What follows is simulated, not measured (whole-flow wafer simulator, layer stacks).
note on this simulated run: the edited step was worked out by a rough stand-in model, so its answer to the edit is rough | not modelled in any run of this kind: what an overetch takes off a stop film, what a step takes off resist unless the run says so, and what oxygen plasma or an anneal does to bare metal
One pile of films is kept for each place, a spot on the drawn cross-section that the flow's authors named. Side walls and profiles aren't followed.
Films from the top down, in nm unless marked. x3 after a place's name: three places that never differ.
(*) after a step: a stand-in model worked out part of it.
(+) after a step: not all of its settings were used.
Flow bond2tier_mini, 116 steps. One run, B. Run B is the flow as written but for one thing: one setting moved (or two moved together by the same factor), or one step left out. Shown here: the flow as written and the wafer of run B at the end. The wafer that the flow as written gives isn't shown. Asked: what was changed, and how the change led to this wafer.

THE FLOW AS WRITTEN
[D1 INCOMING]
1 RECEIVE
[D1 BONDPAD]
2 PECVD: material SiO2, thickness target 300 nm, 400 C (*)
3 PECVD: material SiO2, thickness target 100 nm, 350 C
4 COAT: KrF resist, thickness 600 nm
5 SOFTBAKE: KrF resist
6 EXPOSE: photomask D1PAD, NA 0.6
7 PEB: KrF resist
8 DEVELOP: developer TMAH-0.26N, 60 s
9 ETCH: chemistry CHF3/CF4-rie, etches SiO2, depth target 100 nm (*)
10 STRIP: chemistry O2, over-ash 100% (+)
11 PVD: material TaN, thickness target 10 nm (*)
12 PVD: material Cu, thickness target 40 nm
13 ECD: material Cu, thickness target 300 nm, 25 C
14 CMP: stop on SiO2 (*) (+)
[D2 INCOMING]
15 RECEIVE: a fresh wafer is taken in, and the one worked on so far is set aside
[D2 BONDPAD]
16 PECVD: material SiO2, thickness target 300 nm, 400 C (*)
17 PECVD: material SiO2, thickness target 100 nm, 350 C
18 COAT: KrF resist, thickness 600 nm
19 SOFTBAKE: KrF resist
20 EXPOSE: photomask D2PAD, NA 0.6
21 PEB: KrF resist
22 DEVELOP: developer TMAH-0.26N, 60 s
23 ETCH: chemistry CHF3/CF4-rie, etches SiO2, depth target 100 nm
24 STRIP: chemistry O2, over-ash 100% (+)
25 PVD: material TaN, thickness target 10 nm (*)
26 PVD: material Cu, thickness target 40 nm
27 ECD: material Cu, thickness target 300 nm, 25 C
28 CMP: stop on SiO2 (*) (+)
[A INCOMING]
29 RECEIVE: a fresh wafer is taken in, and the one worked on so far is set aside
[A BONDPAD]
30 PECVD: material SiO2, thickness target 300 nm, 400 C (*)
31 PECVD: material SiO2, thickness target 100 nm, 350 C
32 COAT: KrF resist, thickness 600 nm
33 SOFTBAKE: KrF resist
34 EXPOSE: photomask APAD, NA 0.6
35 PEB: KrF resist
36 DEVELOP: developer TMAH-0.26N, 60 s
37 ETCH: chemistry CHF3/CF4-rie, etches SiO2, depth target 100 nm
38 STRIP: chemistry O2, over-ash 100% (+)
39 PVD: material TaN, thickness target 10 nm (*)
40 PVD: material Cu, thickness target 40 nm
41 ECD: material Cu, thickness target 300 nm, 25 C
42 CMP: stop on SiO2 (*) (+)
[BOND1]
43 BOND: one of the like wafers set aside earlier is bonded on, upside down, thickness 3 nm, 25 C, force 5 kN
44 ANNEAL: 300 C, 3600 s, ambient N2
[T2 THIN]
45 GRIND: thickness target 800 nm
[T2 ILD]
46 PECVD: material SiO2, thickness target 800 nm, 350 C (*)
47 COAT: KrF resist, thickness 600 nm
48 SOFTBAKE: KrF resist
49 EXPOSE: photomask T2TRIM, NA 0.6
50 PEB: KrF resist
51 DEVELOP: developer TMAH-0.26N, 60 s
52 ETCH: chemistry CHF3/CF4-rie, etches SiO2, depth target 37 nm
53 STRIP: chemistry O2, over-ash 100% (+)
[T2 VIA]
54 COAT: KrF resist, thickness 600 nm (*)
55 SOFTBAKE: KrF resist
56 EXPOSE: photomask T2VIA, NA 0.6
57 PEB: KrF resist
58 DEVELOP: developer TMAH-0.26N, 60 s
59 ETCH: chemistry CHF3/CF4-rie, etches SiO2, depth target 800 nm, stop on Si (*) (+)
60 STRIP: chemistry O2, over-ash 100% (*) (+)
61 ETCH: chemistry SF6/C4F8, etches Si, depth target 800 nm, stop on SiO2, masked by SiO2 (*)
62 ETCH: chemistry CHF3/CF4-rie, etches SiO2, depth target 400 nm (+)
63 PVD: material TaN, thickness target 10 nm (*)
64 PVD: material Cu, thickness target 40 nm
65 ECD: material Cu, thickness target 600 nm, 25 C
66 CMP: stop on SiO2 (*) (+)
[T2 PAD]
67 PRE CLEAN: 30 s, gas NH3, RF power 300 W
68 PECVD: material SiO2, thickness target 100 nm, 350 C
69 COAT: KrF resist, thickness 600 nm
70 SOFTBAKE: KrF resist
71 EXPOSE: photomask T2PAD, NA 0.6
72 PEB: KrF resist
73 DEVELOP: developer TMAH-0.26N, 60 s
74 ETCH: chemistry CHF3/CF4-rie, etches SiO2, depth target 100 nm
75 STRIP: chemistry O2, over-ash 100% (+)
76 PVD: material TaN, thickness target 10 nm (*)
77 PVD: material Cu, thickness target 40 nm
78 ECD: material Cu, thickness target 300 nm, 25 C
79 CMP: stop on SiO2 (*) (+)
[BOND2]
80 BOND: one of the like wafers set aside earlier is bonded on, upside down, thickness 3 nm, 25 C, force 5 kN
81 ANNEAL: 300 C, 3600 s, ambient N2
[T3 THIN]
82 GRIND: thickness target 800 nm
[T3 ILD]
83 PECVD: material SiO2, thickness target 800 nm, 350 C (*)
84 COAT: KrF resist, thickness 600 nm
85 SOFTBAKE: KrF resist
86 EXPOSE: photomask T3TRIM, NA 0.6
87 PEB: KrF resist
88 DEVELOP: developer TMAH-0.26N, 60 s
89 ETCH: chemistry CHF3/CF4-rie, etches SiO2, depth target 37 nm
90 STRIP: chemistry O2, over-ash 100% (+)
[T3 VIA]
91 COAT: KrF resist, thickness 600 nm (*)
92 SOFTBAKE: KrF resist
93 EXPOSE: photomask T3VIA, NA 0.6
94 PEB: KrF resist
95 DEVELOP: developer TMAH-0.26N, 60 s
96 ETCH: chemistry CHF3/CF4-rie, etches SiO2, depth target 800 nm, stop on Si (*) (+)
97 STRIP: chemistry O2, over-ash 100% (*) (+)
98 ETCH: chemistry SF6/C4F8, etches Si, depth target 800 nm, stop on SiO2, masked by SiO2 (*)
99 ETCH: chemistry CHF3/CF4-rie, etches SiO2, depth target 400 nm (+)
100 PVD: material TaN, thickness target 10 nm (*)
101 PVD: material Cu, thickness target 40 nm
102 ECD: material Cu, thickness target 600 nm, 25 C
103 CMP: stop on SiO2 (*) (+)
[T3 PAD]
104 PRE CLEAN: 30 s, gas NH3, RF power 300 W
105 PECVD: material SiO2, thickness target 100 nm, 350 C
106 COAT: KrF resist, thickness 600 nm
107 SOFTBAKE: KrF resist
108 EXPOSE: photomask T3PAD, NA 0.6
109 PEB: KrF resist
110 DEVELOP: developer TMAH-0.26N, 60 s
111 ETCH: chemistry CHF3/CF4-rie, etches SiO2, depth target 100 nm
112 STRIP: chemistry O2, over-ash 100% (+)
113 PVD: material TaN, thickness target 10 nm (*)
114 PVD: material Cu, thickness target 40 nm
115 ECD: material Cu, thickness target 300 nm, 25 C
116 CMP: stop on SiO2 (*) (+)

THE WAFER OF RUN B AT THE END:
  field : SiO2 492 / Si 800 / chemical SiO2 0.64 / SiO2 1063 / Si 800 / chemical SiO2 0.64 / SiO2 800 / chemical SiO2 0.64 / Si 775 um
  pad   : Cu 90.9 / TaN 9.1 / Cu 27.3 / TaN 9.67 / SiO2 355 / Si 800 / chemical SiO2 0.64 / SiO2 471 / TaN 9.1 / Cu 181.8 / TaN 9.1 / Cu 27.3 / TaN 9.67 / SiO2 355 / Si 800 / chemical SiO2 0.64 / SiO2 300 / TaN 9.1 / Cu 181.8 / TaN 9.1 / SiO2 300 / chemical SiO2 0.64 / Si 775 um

The cause: step 16, PECVD: thickness target 471 nm was run, where the flow has thickness target 300 nm.
It can be read off the wafer: pad has SiO2 471, and step 16 as written asks for 300 nm.

How the change led to this, step by step:
  16 PECVD: material SiO2, thickness target 300 nm, 400 C (*)
      field, pad, via: SiO2 +471 (new film) (as written it would be: SiO2 +300 (new film))
  80 BOND: one of the like wafers set aside earlier is bonded on, upside down, thickness 3 nm, 25 C, force 5 kN
      field: Si +775 um (new film), chemical SiO2 +0.64 (new film), SiO2 +571 (as written it would be: Si +775 um (new film), chemical SiO2 +0.64 (new film), SiO2 +400)
      pad: Si +775 um (new film), chemical SiO2 +0.64 (new film), SiO2 +471 (new film), TaN +9.1 (new film), Cu +90.9 (as written it would be: Si +775 um (new film), chemical SiO2 +0.64 (new film), SiO2 +300 (new film), TaN +9.1 (new film), Cu +90.9)
